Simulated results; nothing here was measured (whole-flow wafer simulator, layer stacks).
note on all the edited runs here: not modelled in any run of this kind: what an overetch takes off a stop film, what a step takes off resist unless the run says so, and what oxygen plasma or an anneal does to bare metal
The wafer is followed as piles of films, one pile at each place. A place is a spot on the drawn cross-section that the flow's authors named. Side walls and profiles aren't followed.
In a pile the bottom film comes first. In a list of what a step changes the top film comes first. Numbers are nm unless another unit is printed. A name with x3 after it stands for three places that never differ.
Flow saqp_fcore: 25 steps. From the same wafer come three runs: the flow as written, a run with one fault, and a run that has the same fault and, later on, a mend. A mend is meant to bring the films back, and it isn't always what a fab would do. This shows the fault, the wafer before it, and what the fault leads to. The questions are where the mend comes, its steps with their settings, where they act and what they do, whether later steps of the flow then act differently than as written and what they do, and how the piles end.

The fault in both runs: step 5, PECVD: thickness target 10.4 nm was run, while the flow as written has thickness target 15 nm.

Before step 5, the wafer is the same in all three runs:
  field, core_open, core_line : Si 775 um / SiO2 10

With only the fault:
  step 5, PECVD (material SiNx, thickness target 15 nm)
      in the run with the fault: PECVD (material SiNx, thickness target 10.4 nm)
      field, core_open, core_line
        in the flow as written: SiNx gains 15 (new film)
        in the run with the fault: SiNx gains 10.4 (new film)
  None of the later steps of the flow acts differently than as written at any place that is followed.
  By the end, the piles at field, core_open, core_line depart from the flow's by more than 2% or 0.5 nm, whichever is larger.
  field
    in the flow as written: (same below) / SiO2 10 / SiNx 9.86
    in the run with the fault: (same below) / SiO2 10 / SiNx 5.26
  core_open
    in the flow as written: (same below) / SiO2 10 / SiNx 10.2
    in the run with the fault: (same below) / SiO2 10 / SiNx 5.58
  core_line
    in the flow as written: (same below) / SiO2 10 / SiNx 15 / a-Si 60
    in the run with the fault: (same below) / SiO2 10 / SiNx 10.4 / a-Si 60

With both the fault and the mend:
  After step 5 comes the mend.
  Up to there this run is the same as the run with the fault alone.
  step 5a, ETCH (chemistry h3po4, depth target 11.96 nm)
      field, core_open, core_line
        SiNx loses 10.4 (all of it)
  step 5b, PECVD (material SiNx, thickness target 15 nm) (the flow's step 5, run once more)
      field, core_open, core_line
        SiNx gains 15 (new film)
  None of the later steps of the flow acts differently than as written at any place that is followed.
  The piles end the same as the flow's at every place that both follow.
